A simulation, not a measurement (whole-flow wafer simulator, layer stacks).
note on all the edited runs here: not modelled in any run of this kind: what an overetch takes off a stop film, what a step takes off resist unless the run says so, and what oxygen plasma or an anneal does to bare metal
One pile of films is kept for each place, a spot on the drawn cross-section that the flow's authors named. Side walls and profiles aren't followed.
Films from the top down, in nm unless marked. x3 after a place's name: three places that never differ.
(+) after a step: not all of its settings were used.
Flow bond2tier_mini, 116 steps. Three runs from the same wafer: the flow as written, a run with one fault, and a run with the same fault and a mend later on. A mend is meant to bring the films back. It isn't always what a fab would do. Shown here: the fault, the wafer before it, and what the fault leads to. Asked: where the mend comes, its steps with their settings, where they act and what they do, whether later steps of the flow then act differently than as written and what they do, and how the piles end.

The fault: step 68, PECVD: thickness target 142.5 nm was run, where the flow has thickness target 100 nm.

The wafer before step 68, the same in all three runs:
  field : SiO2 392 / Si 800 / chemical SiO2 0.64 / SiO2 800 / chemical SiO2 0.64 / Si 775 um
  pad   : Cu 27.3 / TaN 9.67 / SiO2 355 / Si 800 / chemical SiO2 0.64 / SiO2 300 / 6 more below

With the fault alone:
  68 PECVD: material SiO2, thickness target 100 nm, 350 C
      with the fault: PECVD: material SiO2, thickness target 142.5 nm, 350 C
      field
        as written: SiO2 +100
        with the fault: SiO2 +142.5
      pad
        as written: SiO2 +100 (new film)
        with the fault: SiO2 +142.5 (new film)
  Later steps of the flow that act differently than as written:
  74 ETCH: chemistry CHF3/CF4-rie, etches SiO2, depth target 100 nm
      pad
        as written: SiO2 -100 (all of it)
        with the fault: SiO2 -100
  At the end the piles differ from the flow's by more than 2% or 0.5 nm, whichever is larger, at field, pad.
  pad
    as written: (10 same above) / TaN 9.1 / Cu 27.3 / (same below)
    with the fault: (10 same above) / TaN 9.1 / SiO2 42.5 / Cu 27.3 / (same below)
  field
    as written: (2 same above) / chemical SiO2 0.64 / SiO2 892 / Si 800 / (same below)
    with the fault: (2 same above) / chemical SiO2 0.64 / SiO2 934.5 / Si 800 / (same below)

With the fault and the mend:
  The mend comes after step 73.
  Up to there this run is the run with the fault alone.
  73a STRIP: chemistry O2, over-ash 100% (+)
      field
        KrF resist -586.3 (all of it)
  73b ETCH: chemistry CHF3/CF4-rie, etches SiO2, depth target 42.5 nm (the flow's step 62 once more, with other settings)
      field, pad
        SiO2 -42.5
  73c COAT: KrF resist, thickness 600 nm (the flow's step 69 once more)
      field, pad
        KrF resist +600 (new film)
  73d SOFTBAKE: KrF resist (the flow's step 70 once more)
      changes no film at any place that is followed
  73e EXPOSE: photomask T2PAD, NA 0.6 (the flow's step 71 once more)
      changes no film at any place that is followed
  73f PEB: KrF resist (the flow's step 72 once more)
      changes no film at any place that is followed
  73g DEVELOP: developer TMAH-0.26N, 60 s (the flow's step 73 once more)
      field
        KrF resist -13.7
      pad
        KrF resist -600 (all of it)
  No later step of the flow acts differently than as written at any place that is followed.
  At the end the piles are the same as the flow's at every place that both follow.
